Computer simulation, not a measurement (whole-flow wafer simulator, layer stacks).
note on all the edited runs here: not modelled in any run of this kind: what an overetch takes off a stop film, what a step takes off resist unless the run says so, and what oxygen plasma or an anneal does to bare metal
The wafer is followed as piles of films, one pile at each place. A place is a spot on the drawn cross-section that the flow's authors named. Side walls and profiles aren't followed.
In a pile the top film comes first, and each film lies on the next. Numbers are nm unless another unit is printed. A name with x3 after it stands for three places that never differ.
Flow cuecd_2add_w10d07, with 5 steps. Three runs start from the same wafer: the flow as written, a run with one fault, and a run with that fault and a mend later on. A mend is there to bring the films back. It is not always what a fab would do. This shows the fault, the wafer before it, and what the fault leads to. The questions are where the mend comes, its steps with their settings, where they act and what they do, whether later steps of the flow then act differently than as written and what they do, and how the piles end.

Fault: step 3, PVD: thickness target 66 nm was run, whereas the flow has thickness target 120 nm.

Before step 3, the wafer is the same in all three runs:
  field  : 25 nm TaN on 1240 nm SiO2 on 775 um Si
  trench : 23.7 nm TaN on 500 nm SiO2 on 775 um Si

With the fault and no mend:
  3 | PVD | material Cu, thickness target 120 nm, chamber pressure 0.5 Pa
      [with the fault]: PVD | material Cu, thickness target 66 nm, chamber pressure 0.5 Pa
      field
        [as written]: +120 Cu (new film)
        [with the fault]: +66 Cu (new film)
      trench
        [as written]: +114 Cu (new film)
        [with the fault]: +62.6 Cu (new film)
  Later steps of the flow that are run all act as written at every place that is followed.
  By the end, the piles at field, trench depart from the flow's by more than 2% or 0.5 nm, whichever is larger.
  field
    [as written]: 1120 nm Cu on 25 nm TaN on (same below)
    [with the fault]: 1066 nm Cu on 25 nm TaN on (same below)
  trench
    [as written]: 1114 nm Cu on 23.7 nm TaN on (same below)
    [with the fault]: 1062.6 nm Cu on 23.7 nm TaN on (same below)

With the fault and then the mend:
  After step 3 comes the mend.
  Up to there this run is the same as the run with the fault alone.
  3a | PVD | material Cu, thickness target 54 nm, chamber pressure 0.5 Pa (the flow's step 3 again, with other settings)
      field
        +54 Cu
      trench
        +51.2 Cu
  Later steps of the flow that are run all act as written at every place that is followed.
  At the end the piles are close to the flow's at the places that both follow, differing by at most 2% or 0.5 nm, whichever is larger.
